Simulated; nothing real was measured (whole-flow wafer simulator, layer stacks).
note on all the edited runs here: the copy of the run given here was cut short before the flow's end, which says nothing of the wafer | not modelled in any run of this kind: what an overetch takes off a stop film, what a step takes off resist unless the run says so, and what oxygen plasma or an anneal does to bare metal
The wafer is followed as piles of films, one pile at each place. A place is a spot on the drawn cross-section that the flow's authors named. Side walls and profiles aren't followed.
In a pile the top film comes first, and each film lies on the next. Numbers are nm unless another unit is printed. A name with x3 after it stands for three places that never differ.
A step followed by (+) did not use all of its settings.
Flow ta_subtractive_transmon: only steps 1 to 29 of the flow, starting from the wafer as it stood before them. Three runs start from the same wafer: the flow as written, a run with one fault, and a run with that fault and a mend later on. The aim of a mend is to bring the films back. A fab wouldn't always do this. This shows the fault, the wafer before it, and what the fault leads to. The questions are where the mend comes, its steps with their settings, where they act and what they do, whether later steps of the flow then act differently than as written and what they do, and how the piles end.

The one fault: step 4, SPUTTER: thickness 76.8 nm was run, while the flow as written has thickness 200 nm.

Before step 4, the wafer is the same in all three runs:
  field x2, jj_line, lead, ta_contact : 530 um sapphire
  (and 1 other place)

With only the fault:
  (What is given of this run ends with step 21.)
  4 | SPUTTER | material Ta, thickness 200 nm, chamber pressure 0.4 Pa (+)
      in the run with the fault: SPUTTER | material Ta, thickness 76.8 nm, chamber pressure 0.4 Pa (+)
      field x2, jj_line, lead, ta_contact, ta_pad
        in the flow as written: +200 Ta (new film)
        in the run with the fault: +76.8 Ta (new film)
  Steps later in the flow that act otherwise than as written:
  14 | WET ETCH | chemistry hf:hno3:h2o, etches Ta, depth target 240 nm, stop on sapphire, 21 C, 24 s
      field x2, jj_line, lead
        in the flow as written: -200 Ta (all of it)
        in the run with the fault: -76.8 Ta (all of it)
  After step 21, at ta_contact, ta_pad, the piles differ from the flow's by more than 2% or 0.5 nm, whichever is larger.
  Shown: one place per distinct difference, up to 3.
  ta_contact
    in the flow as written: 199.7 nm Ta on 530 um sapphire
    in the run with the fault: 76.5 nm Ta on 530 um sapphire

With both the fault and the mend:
  After step 4 comes the mend.
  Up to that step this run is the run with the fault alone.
  4a | SPUTTER | material Ta, thickness 123.2 nm, chamber pressure 0.4 Pa (+) (the flow's step 4 again, with other settings)
      field x2, jj_line, lead, ta_contact, ta_pad
        +123.2 Ta
  Every later step of the flow that is run acts as written at every place that is followed.
  At every place that both follow, the piles at the end match the flow's.
